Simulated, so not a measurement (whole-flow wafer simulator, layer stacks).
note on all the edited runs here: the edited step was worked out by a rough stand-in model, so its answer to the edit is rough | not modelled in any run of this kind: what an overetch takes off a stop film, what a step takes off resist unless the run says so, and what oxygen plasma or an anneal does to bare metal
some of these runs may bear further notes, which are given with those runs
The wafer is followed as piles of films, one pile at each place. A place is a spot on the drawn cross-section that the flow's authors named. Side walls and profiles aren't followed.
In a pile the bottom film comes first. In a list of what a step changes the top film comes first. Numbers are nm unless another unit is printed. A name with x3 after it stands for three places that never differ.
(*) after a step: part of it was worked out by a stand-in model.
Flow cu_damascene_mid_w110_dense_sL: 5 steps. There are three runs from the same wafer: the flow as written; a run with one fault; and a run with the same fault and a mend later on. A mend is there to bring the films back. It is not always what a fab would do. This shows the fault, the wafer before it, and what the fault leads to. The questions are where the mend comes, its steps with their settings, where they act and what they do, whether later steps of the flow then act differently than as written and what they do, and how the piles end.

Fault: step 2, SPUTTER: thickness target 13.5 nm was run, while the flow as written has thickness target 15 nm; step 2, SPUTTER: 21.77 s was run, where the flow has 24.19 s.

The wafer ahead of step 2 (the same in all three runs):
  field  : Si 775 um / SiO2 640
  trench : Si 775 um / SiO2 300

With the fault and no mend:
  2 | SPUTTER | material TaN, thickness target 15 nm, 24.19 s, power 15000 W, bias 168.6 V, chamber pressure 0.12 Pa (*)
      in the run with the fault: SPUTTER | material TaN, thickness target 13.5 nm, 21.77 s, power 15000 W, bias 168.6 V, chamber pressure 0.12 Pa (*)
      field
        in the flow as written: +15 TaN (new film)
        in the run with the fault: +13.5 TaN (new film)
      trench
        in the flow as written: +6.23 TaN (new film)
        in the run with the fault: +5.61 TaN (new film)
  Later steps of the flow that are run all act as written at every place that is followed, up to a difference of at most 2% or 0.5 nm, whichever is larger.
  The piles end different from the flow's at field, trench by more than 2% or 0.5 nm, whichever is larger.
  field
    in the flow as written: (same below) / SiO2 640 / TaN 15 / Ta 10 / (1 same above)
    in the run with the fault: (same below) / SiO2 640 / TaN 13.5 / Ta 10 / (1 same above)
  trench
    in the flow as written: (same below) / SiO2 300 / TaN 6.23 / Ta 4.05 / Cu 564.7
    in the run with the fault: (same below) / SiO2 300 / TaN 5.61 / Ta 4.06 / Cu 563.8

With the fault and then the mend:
  The mend follows step 2.
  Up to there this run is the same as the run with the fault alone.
  2a | SPUTTER | material TaN, thickness target 1.5 nm, 2.419 s, power 15000 W, bias 168.6 V, chamber pressure 0.12 Pa (*) (a further turn of the flow's step 2, with different settings)
      field
        +1.5 TaN
      trench
        +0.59 TaN
  Later steps of the flow that are run all act as written at every place that is followed.
  The piles end only slightly different from the flow's at the places that both follow, by no more than 2% or 0.5 nm, whichever is larger.
